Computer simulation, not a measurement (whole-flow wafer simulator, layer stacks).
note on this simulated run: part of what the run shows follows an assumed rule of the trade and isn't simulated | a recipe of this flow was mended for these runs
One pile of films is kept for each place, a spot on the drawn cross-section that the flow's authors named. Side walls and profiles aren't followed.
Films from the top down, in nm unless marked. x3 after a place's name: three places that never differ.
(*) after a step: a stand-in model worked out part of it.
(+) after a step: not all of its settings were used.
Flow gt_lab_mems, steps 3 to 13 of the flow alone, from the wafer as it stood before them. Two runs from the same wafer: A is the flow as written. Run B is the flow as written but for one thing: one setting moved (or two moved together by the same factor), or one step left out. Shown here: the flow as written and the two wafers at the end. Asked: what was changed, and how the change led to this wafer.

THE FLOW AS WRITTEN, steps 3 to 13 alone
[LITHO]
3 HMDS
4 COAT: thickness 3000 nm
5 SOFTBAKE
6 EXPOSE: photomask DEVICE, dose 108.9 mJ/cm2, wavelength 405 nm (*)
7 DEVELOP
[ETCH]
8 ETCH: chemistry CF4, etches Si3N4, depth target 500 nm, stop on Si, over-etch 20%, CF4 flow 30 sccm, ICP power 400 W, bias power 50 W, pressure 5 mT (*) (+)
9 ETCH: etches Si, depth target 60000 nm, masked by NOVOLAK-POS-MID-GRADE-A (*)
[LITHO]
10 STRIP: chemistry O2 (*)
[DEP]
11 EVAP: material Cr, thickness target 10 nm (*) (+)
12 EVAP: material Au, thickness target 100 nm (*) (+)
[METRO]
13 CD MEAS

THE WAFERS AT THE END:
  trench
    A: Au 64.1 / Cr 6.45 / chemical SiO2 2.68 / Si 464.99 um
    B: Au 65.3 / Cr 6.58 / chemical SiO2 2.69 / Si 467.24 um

The cause: step 8, ETCH: depth target 380 nm was run, where the flow has depth target 500 nm.

How the change led to this, step by step:
  8 ETCH: chemistry CF4, etches Si3N4, depth target 500 nm, stop on Si, over-etch 20%, CF4 flow 30 sccm, ICP power 400 W, bias power 50 W, pressure 5 mT (*) (+)
      trench: A Si3N4 -500 (all of it), chemical SiO2 -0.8 (all of it), Si -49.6 | B Si3N4 -456
      field: A g/i-line-resist -400 | B g/i-line-resist -304
  9 ETCH: etches Si, depth target 60000 nm, masked by NOVOLAK-POS-MID-GRADE-A (*)
      trench: A Si -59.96 um | B Si3N4 -44 (all of it), chemical SiO2 -0.8 (all of it), Si -57.76 um
  10 STRIP: chemistry O2 (*)
      field: A g/i-line-resist -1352 (all of it) | B g/i-line-resist -1448 (all of it)
